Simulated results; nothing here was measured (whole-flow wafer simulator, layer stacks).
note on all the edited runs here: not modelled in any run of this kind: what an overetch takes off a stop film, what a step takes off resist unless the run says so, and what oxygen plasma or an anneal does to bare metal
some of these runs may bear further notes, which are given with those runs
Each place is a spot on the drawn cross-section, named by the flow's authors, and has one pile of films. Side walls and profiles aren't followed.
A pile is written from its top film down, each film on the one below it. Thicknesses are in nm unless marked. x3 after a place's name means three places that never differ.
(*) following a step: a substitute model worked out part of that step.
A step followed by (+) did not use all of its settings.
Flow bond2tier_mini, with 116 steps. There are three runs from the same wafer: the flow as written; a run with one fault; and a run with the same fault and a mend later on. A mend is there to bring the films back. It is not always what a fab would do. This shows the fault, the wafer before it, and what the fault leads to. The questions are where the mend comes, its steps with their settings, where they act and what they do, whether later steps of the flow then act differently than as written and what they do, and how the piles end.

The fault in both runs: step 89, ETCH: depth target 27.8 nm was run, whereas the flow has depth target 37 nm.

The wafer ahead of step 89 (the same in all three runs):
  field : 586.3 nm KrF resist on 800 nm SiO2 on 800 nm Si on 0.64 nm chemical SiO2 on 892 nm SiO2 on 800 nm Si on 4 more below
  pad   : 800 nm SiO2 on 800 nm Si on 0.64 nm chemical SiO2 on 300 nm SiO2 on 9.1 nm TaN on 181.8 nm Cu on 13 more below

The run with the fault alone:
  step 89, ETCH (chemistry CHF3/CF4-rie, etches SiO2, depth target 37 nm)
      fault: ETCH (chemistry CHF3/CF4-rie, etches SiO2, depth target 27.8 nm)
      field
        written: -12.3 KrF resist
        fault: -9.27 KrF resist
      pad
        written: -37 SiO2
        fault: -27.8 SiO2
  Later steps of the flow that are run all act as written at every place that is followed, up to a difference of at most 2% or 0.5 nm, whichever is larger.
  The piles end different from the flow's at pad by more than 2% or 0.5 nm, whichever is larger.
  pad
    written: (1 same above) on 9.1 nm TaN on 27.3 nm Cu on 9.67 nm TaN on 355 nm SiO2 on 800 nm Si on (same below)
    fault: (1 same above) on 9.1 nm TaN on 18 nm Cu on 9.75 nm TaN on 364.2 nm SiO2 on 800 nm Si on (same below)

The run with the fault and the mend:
  After step 90 comes the mend.
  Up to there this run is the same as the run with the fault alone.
  step 90a, COAT (KrF resist, thickness 600 nm) (*) (the flow's step 84 again)
      field
        +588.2 KrF resist (new film)
      pad
        +612.3 KrF resist (new film)
  step 90b, SOFTBAKE (KrF resist) (the flow's step 85 again)
      alters no film at any place that is followed
  step 90c, EXPOSE (photomask T3TRIM, NA 0.6) (the flow's step 86 again)
      alters no film at any place that is followed
  step 90d, PEB (KrF resist) (the flow's step 87 again)
      alters no film at any place that is followed
  step 90e, DEVELOP (developer TMAH-0.26N, 60 s) (the flow's step 88 again)
      field
        -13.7 KrF resist
      pad
        -612.3 KrF resist (all of it)
  step 90f, ETCH (chemistry CHF3/CF4-rie, etches SiO2, depth target 9.2 nm) (the flow's step 89 again, with other settings)
      field
        -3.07 KrF resist
      pad
        -9.2 SiO2
  step 90g, STRIP (chemistry O2, over-ash 100%) (+) (the flow's step 90 again)
      field
        -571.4 KrF resist (all of it)
  Later steps of the flow that are run all act as written at every place that is followed.
  By the end, the piles equal the flow's at every place that both follow.
